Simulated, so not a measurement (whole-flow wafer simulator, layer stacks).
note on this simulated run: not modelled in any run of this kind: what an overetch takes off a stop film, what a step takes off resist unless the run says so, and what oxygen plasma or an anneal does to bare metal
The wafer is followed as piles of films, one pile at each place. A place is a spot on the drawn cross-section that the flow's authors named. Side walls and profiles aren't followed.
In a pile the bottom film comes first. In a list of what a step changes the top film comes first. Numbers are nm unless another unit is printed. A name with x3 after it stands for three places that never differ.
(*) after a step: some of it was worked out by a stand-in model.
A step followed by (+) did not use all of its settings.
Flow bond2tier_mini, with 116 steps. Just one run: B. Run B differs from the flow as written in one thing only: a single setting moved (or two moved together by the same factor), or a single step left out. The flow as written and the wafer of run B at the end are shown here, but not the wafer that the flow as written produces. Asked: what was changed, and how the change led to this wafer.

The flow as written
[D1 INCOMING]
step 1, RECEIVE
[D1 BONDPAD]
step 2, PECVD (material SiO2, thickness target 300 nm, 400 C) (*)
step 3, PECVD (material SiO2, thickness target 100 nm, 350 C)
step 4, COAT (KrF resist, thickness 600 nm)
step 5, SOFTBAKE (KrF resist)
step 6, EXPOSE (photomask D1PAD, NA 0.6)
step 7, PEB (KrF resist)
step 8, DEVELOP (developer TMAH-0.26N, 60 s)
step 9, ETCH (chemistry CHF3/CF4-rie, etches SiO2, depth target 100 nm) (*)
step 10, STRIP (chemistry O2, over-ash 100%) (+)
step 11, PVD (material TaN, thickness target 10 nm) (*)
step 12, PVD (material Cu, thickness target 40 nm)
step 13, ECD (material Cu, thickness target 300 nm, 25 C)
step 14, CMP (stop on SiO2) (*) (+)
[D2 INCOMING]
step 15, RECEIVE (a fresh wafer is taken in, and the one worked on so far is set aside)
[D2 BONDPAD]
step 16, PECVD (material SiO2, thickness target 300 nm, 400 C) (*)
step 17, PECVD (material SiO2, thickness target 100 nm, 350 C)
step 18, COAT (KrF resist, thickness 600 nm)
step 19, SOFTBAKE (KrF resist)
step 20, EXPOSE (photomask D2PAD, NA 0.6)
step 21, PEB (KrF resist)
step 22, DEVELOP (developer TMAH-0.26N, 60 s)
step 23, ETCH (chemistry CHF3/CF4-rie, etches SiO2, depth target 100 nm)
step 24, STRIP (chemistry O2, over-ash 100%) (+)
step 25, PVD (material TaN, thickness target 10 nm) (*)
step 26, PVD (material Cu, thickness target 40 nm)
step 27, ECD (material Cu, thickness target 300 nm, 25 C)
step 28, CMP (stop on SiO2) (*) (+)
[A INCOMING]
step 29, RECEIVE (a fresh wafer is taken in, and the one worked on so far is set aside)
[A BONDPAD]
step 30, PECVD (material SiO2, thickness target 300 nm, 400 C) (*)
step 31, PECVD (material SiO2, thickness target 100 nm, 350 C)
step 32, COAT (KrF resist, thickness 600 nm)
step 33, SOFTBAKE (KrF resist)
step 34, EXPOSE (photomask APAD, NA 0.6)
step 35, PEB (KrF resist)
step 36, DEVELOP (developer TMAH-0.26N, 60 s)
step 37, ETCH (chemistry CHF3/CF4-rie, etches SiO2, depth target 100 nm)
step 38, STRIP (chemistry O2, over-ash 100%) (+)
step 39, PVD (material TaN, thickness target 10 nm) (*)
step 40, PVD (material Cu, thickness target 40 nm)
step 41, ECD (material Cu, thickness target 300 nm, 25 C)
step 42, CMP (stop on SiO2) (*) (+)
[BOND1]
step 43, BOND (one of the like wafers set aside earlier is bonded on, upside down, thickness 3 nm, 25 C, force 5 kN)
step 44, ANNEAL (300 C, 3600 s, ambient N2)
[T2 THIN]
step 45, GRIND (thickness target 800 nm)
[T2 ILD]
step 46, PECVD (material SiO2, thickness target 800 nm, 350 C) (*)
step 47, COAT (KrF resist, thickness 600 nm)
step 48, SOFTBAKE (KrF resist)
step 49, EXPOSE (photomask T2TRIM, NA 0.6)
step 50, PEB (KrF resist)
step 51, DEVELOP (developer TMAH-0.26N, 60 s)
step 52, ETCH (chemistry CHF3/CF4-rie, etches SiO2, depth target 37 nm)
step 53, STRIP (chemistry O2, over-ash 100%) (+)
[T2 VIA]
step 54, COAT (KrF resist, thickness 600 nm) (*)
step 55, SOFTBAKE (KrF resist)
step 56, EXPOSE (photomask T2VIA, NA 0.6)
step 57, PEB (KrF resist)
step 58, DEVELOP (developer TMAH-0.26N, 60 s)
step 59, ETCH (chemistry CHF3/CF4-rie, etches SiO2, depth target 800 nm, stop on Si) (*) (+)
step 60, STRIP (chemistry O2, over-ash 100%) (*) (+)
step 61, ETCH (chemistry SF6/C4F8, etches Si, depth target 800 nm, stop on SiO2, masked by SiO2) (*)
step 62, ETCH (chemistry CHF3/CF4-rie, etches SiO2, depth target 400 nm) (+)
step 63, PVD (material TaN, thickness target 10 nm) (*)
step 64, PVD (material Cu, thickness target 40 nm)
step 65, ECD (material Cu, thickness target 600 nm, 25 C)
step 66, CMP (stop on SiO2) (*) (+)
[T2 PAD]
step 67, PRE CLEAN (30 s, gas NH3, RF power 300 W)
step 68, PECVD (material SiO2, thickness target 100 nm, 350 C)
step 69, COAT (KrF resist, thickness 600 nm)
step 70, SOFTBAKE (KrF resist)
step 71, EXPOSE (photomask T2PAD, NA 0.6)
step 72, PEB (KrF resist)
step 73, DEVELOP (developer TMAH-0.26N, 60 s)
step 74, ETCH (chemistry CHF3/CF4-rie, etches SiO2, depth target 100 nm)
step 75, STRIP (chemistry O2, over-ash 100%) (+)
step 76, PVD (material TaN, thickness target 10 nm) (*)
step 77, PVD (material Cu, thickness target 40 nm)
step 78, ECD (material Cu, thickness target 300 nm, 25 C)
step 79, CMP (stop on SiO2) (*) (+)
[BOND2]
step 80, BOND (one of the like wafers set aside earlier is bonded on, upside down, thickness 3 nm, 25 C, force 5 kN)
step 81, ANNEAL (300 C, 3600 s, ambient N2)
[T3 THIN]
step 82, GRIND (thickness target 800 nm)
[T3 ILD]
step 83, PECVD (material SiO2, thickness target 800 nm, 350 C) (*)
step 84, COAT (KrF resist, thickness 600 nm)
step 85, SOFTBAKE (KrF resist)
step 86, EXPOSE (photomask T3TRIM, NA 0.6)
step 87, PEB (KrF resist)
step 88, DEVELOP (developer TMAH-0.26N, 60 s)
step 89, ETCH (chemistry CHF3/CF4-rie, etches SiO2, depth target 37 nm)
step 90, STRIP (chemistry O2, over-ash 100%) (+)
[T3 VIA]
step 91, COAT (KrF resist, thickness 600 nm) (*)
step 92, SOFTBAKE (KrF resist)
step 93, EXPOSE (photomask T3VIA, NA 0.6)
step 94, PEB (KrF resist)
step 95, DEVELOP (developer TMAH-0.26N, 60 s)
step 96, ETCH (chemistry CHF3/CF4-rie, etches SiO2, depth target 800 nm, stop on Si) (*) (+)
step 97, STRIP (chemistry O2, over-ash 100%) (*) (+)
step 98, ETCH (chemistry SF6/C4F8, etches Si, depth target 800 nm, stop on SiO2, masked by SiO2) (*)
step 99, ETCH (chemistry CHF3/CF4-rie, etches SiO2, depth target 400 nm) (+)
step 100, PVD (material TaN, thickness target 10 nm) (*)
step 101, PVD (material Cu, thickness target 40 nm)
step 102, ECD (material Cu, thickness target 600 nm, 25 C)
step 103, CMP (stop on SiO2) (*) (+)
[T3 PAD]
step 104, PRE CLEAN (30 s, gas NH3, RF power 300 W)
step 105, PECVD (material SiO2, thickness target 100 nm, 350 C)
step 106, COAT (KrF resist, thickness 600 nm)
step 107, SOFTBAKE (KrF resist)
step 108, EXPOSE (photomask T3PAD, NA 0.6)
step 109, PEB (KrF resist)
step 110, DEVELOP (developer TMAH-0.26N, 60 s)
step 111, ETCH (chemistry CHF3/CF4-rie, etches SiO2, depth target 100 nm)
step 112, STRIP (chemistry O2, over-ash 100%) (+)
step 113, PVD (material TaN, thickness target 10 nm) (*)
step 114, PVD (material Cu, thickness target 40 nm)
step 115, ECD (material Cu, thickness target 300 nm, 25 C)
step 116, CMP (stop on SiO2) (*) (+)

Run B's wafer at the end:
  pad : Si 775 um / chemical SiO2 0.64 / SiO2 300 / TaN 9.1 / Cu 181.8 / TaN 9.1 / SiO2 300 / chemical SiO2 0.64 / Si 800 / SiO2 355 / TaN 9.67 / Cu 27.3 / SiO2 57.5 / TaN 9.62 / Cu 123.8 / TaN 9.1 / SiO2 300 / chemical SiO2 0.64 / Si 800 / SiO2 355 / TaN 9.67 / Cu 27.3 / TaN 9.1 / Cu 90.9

The reason: step 74, ETCH: depth target 42.5 nm was run, though the flow has depth target 100 nm.

How this came from the change, step by step:
  step 74, ETCH (chemistry CHF3/CF4-rie, etches SiO2, depth target 100 nm)
      pad: SiO2 loses 42.5 (it would be, as written: SiO2 loses 100 (all of it))
      field: KrF resist loses 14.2 (it would be, as written: KrF resist loses 33.3)
  step 75, STRIP (chemistry O2, over-ash 100%) (+)
      field: KrF resist loses 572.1 (all of it) (it would be, as written: KrF resist loses 552.9 (all of it))
  step 76, PVD (material TaN, thickness target 10 nm) (*)
      pad: TaN gains 9.62 (new film) (it would be, as written: TaN gains 9.1 (new film))
  step 77, PVD (material Cu, thickness target 40 nm)
      pad: Cu gains 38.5 (new film) (it would be, as written: Cu gains 36.4 (new film))
  step 78, ECD (material Cu, thickness target 300 nm, 25 C)
      pad: Cu gains 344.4 (it would be, as written: Cu gains 404.5)
If metal films that touch count as one body, pad has 4 bodies (between them, from the top down: SiO2 355 / Si 800 / chemical SiO2 0.64 / SiO2 300; SiO2 57.5; SiO2 355 / Si 800 / chemical SiO2 0.64 / SiO2 300); the flow as written gives 3 bodies (between them, from the top down: SiO2 355 / Si 800 / chemical SiO2 0.64 / SiO2 300; SiO2 355 / Si 800 / chemical SiO2 0.64 / SiO2 300).
